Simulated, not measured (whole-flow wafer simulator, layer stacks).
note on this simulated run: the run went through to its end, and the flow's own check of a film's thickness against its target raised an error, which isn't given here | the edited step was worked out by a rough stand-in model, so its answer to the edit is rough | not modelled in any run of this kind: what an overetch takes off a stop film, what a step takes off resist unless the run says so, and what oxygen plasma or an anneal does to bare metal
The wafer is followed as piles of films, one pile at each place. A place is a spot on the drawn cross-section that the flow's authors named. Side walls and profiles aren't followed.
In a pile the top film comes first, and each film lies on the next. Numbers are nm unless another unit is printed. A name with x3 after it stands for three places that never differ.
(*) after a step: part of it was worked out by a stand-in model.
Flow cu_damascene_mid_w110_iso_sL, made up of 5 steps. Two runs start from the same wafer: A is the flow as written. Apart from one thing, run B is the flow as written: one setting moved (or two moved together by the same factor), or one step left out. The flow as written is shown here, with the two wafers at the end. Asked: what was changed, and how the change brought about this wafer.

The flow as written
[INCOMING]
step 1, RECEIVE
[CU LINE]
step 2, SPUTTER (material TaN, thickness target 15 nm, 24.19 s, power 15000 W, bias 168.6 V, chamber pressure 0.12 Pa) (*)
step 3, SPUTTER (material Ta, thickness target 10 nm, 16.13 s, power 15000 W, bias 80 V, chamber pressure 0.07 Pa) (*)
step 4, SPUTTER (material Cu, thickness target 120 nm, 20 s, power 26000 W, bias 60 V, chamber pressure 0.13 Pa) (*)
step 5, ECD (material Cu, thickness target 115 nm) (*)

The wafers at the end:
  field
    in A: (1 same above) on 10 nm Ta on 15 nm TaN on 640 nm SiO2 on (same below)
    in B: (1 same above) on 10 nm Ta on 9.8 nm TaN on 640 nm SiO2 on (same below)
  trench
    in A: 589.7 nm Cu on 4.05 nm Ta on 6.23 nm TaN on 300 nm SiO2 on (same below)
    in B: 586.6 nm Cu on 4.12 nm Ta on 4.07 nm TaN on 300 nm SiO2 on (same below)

Cause: step 2, SPUTTER: thickness target 9.8 nm was run, while the flow as written has thickness target 15 nm; step 2, SPUTTER: 15.72 s was run, where the flow has 24.19 s.
The wafer itself shows it: field has TaN 9.8, and step 2 as written asks for 15 nm.

The path from the change to this, step by step:
  step 2, SPUTTER (material TaN, thickness target 15 nm, 24.19 s, power 15000 W, bias 168.6 V, chamber pressure 0.12 Pa) (*)
      field: A +15 TaN (new film) | B +9.8 TaN (new film)
      trench: A +6.23 TaN (new film) | B +4.07 TaN (new film)
